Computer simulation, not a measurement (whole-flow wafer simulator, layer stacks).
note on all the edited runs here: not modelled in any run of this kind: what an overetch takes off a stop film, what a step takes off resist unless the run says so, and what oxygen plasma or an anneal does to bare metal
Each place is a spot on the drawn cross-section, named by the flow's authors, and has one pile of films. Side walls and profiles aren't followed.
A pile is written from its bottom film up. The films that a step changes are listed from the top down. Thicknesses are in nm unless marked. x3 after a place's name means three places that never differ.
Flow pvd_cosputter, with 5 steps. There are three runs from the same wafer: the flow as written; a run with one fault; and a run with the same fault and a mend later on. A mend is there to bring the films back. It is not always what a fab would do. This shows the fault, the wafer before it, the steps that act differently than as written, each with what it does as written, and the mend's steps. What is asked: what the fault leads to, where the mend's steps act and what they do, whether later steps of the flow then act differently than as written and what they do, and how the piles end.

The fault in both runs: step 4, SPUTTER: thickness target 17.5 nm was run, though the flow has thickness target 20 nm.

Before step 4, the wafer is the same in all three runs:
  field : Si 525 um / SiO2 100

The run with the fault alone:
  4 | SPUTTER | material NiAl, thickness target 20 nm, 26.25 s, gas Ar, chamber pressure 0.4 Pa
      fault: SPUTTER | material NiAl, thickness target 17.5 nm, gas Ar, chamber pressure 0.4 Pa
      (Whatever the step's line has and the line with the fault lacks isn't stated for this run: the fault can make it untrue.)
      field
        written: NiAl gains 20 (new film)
        fault: NiAl gains 17.5 (new film)
  None of the later steps of the flow acts differently than as written at any place that is followed.
  The piles end different from the flow's at field by more than 2% or 0.5 nm, whichever is larger.
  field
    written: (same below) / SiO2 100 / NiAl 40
    fault: (same below) / SiO2 100 / NiAl 37.5

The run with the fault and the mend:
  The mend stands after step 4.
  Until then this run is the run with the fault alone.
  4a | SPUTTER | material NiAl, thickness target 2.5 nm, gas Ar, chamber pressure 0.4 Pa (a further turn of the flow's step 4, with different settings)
      field
        NiAl gains 2.5
  None of the later steps of the flow acts differently than as written at any place that is followed.
  The piles end the same as the flow's at every place that both follow.
